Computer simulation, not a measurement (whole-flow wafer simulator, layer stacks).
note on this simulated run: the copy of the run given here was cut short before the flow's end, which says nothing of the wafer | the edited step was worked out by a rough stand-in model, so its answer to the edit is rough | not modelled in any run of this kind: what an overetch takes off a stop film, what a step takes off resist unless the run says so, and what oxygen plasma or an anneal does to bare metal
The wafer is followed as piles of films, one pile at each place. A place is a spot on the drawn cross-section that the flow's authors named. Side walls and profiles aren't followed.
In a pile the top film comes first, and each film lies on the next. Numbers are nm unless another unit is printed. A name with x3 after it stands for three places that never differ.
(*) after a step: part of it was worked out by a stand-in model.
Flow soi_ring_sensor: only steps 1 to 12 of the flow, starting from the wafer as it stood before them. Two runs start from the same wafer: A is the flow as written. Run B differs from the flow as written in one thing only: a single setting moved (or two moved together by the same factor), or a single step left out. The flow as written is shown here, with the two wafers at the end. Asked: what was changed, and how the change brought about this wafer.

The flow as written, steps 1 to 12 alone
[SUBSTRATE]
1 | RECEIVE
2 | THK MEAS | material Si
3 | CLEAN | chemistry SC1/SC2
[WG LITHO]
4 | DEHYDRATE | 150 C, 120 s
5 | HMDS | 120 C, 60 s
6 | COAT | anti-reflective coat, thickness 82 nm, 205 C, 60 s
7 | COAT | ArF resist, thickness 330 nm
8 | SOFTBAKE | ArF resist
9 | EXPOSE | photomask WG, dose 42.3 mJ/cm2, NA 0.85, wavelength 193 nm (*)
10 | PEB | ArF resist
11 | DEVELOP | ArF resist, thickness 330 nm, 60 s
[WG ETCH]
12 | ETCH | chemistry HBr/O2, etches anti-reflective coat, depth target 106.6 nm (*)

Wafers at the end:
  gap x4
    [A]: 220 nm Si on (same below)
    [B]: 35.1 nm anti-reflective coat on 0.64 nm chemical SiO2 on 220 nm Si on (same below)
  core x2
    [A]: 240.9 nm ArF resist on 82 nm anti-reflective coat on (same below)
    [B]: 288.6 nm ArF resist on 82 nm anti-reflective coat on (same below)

The reason: step 12, ETCH: depth target 46.9 nm was run, whereas the flow has depth target 106.6 nm.

Step by step, how the change led to this:
  12 | ETCH | chemistry HBr/O2, etches anti-reflective coat, depth target 106.6 nm (*)
      gap x4: A anti-reflective coat loses 82 (all of it), chemical SiO2 loses 0.64 (all of it) | B anti-reflective coat loses 46.9
      core x2: A ArF resist loses 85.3 | B ArF resist loses 37.5
